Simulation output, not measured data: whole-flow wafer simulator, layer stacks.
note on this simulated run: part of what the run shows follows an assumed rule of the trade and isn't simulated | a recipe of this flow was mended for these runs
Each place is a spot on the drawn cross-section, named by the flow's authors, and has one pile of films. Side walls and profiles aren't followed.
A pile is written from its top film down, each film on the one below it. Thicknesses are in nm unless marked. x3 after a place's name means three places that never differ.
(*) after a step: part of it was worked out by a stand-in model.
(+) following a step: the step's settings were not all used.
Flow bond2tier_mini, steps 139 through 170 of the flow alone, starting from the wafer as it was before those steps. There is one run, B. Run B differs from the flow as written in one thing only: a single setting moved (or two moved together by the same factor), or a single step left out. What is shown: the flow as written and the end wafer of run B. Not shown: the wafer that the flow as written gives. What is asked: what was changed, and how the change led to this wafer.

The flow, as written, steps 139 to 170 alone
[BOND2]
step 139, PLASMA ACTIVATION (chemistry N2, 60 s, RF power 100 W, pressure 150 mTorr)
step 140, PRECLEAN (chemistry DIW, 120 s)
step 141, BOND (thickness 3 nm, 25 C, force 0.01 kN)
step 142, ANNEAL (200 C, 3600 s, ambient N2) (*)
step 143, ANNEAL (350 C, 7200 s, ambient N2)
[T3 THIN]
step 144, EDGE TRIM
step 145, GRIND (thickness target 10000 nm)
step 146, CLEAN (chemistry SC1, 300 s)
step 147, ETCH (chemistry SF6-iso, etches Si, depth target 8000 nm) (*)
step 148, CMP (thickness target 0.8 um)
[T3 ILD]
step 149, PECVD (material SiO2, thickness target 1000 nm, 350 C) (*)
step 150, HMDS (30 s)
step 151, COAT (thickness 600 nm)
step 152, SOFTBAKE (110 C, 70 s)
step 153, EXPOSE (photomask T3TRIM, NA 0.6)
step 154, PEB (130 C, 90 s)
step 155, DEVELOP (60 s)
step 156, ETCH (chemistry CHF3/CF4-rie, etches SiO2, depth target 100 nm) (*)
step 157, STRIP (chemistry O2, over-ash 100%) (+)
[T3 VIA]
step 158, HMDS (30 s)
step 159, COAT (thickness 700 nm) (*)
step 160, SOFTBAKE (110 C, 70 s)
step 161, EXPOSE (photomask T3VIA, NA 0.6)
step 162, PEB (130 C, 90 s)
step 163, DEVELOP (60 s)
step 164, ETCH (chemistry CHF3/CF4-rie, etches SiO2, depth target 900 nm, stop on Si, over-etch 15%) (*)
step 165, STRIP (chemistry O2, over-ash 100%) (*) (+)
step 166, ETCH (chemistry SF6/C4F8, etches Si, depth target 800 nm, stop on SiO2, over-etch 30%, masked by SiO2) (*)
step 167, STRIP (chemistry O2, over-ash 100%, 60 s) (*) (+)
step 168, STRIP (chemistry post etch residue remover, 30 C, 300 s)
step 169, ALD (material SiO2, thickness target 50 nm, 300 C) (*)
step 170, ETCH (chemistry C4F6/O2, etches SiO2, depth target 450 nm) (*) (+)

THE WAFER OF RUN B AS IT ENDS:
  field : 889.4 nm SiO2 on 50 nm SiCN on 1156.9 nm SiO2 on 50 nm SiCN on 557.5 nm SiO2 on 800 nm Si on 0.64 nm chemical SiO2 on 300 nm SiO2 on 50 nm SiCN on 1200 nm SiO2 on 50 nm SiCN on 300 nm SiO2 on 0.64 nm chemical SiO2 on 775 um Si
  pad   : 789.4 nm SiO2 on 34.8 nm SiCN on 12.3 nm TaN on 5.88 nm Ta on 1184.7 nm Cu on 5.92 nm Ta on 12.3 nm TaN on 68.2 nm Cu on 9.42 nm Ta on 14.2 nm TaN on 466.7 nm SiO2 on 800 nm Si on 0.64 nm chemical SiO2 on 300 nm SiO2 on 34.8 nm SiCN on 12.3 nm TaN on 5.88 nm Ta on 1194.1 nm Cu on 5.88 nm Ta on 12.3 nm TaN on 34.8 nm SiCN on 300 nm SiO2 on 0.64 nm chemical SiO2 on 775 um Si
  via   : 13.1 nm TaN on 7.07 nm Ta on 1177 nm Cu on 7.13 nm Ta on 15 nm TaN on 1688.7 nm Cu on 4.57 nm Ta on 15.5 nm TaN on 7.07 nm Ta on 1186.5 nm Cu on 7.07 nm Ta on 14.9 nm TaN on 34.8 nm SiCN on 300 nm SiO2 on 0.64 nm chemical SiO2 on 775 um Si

What caused this: step 147, ETCH: depth target 10880 nm was run, while the flow as written has depth target 8000 nm.

Step by step, how the change led to this:
  step 147, ETCH (chemistry SF6-iso, etches Si, depth target 8000 nm) (*)
      field, pad, via: chemical SiO2 loses 0.6 (all of it), Si loses 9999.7 (all of it), chemical SiO2 loses 0.64 (all of it), SiO2 loses 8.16 (as written it would have been: chemical SiO2 loses 0.6 (all of it), Si loses 8000)
  step 148, CMP (thickness target 0.8 um)
      field, pad, via: nothing (as written it would have been: Si loses 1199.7)
  step 149, PECVD (material SiO2, thickness target 1000 nm, 350 C) (*)
      field, pad, via: SiO2 gains 1000 (as written it would have been: SiO2 gains 1000 (new film))
  step 164, ETCH (chemistry CHF3/CF4-rie, etches SiO2, depth target 900 nm, stop on Si, over-etch 15%) (*)
      via: SiO2 loses 1035 (as written it would have been: SiO2 loses 900 (all of it), Si loses 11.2)
  step 166, ETCH (chemistry SF6/C4F8, etches Si, depth target 800 nm, stop on SiO2, over-etch 30%, masked by SiO2) (*)
      via: SiO2 loses 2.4 (as written it would have been: Si loses 788.8 (all of it), chemical SiO2 loses 0.64 (all of it), SiO2 loses 1.87)
      field, pad: SiO2 loses 2.4 (as written it would have been: SiO2 loses 10.3)
  step 170, ETCH (chemistry C4F6/O2, etches SiO2, depth target 450 nm) (*) (+)
      via: SiO2 loses 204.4 (all of it), SiCN loses 34.8 (all of it), TaN loses 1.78 (as written it would have been: SiO2 loses 348.1 (all of it), SiCN loses 17.2)
